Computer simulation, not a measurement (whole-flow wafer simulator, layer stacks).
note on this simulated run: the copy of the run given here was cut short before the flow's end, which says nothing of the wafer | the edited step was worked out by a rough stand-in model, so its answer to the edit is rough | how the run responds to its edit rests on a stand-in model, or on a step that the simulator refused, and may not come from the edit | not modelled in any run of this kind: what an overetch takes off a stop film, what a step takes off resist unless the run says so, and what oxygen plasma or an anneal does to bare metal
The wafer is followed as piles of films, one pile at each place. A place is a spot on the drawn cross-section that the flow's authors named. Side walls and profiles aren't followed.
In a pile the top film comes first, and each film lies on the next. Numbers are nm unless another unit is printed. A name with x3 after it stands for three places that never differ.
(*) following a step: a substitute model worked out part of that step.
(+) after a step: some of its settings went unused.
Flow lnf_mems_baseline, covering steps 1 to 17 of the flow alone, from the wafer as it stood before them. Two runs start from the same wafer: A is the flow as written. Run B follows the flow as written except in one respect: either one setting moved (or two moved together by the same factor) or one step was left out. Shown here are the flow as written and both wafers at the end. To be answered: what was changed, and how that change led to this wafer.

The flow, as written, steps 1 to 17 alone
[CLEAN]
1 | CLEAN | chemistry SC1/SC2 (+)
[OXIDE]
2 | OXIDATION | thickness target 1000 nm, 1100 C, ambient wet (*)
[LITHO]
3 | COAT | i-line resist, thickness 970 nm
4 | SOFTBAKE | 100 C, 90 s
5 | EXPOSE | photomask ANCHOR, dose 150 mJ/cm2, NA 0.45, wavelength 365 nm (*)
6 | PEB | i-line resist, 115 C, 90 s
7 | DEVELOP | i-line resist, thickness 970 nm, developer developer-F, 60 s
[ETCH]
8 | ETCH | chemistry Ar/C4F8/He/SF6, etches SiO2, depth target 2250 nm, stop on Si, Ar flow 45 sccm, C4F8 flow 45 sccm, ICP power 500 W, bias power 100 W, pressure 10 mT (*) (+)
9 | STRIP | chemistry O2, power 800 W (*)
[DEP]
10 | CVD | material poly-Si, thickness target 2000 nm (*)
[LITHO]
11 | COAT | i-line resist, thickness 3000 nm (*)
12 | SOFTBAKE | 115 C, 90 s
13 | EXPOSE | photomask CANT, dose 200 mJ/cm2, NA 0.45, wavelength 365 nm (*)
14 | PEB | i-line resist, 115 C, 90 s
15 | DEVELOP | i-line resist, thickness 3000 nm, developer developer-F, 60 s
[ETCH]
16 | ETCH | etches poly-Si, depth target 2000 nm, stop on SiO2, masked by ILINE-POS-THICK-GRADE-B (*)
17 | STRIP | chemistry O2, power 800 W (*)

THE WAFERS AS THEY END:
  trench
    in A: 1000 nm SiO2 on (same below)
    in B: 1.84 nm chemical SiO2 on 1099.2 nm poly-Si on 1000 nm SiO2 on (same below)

What caused this: step 16, ETCH: depth target 900 nm was run, whereas the flow has depth target 2000 nm.

How this came from the change, step by step:
  16 | ETCH | etches poly-Si, depth target 2000 nm, stop on SiO2, masked by ILINE-POS-THICK-GRADE-B (*)
      trench, char_slit: A -2000 poly-Si (all of it) | B -900 poly-Si
      field, anchor, beam: A -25 i-line resist | B -11.2 i-line resist
  17 | STRIP | chemistry O2, power 800 W (*)
      trench, char_slit: A nothing | B +1.84 chemical SiO2 (new film), -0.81 poly-Si
